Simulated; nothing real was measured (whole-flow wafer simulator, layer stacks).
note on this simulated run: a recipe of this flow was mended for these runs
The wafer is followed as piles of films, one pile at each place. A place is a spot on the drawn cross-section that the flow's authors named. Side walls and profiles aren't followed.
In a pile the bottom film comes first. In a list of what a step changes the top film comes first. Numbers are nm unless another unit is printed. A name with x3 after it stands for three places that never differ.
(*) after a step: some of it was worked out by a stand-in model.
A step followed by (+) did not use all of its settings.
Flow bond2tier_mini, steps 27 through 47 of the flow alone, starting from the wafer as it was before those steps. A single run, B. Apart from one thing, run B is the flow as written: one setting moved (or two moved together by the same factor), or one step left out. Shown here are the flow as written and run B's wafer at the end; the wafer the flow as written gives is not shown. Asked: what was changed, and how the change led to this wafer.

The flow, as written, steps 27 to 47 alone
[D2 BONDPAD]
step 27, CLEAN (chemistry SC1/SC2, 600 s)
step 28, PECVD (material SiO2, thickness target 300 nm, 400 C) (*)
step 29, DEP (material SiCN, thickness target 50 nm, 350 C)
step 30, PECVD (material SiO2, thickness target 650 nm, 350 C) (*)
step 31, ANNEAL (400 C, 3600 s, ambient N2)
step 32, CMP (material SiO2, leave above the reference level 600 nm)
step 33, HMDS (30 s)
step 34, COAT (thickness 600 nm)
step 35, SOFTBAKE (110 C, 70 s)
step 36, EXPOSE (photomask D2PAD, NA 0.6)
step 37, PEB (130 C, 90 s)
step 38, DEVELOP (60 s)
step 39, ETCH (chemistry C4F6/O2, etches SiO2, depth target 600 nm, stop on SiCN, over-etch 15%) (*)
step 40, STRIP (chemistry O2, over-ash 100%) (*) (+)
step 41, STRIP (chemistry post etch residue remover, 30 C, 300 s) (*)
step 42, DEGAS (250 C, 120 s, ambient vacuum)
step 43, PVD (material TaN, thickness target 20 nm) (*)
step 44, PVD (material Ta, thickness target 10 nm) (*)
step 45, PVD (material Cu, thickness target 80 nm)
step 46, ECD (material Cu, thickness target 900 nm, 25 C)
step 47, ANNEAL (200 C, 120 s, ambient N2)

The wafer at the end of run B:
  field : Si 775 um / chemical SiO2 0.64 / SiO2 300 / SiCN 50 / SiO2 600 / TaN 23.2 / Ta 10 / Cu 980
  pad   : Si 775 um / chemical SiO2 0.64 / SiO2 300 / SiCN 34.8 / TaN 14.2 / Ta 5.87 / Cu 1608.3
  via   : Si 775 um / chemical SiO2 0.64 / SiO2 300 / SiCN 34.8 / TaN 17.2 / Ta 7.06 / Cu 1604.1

What caused this: step 43, PVD: thickness target 23.2 nm was run, whereas the flow has thickness target 20 nm.
One can read it off the wafer: field has TaN 23.2, and step 43 as written asks for 20 nm.

How this came from the change, step by step:
  step 43, PVD (material TaN, thickness target 20 nm) (*)
      field: +23.2 TaN (new film) (it would be, as written: +20 TaN (new film))
      pad: +14.2 TaN (new film) (it would be, as written: +12.3 TaN (new film))
      (and at 1 other place as well)
